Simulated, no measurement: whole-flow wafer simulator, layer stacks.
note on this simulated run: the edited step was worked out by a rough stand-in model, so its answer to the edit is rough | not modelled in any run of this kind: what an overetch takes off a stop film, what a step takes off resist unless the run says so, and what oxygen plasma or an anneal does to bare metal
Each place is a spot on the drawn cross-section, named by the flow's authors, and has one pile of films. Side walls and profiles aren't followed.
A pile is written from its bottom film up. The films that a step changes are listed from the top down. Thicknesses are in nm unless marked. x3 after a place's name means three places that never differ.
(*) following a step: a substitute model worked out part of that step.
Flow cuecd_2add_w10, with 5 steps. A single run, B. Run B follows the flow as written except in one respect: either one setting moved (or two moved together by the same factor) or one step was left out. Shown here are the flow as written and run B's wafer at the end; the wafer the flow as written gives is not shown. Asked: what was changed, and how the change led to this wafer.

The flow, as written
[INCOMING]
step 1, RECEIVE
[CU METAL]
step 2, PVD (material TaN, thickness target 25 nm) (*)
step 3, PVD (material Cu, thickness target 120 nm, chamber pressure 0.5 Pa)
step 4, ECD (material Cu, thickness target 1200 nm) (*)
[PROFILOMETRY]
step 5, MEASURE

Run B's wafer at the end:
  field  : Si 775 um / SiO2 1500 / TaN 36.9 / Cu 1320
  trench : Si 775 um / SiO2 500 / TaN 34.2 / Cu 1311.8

Cause: step 2, PVD: thickness target 36.9 nm was run, though the flow has thickness target 25 nm.
One can read it off the wafer: field has TaN 36.9, and step 2 as written asks for 25 nm.

How this came from the change, step by step:
  step 2, PVD (material TaN, thickness target 25 nm) (*)
      field: TaN gains 36.9 (new film) (it would be, as written: TaN gains 25 (new film))
      trench: TaN gains 34.2 (new film) (it would be, as written: TaN gains 23.2 (new film))
